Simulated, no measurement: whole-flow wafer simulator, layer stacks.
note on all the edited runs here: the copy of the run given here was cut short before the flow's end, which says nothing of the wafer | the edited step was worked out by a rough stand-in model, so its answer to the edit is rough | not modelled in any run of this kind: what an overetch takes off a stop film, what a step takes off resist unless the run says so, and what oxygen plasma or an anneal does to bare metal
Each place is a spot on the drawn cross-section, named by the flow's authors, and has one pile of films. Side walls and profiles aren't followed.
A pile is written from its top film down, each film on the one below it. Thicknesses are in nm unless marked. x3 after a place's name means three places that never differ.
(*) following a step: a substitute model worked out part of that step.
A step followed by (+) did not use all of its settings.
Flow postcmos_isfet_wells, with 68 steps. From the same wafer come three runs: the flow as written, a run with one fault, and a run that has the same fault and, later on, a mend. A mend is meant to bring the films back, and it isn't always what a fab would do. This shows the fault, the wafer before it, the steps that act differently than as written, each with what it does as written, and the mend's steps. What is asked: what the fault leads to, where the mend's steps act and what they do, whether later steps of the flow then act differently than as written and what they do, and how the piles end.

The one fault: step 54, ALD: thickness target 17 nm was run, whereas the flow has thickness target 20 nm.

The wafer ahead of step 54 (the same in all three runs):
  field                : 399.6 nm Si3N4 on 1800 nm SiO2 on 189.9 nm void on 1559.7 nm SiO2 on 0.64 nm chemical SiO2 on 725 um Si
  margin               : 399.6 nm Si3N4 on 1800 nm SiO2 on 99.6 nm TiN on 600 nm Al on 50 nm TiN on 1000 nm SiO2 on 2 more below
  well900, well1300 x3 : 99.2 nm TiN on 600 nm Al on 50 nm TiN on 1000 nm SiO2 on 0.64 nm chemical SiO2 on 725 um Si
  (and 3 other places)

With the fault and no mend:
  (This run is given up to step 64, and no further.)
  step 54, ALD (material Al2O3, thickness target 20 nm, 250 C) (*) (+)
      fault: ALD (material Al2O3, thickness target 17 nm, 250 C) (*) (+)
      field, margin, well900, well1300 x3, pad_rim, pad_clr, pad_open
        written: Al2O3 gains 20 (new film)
        fault: Al2O3 gains 17 (new film)
  None of the later steps of the flow up to step 64 differs from how it acts as written, at any place that is followed, by more than 2% or 0.5 nm, whichever is larger.
  Once step 64 is done, the piles at field, margin, pad_rim, pad_clr, pad_open depart from the flow's by more than 2% or 0.5 nm, whichever is larger.
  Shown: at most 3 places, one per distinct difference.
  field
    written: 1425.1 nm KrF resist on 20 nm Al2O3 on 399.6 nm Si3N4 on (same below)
    fault: 1417.8 nm KrF resist on 17 nm Al2O3 on 399.6 nm Si3N4 on (same below)
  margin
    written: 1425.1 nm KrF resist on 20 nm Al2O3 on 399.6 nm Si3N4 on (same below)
    fault: 1417.7 nm KrF resist on 17 nm Al2O3 on 399.6 nm Si3N4 on (same below)
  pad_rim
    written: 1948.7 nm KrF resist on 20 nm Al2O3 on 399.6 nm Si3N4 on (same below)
    fault: 1948 nm KrF resist on 17 nm Al2O3 on 399.6 nm Si3N4 on (same below)

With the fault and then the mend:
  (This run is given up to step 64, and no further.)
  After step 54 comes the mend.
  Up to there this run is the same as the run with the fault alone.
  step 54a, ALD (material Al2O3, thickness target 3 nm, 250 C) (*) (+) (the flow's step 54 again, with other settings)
      field, margin, well900, well1300 x3, pad_rim, pad_clr, pad_open
        Al2O3 gains 3
  None of the later steps of the flow up to step 64 acts differently than as written at any place that is followed.
  Once step 64 is done, the piles equal the flow's at every place that both follow.
